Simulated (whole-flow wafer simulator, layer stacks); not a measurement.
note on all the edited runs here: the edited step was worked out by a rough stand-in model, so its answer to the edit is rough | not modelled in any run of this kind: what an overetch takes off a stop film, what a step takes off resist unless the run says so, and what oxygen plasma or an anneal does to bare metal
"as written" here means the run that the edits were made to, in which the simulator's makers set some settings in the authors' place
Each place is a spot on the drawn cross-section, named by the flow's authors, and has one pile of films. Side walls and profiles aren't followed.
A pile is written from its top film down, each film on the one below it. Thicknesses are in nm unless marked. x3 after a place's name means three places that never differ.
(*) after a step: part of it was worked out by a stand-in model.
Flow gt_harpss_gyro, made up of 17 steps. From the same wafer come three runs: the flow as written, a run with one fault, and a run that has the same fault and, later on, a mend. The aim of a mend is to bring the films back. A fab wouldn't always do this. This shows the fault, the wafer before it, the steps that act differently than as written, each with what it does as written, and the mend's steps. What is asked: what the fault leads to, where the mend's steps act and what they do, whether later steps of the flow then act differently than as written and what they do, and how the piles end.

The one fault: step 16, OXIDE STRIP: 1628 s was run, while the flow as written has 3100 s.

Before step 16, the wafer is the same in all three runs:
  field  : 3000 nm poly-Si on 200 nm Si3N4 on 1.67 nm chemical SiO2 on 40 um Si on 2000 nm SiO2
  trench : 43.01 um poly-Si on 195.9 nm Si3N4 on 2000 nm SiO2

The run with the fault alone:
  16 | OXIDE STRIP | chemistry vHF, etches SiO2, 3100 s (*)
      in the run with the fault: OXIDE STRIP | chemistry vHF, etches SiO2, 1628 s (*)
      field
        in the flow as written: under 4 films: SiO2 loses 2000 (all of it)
        in the run with the fault: under 4 films: SiO2 loses 1262.2
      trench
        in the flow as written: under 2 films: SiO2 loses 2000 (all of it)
        in the run with the fault: under 2 films: SiO2 loses 1262.2
  None of the later steps of the flow acts differently than as written at any place that is followed.
  By the end, the piles at field, trench depart from the flow's by more than 2% or 0.5 nm, whichever is larger.
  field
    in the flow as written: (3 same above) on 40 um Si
    in the run with the fault: (3 same above) on 40 um Si on 737.8 nm SiO2
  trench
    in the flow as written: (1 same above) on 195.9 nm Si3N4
    in the run with the fault: (1 same above) on 195.9 nm Si3N4 on 737.8 nm SiO2

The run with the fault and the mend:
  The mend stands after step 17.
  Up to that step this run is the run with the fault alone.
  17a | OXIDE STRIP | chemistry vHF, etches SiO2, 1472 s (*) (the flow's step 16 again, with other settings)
      field
        under 4 films: SiO2 loses 737.8 (all of it)
      trench
        under 2 films: SiO2 loses 737.8 (all of it)
  None of the later steps of the flow acts differently than as written at any place that is followed.
  At every place that both follow, the piles at the end match the flow's.
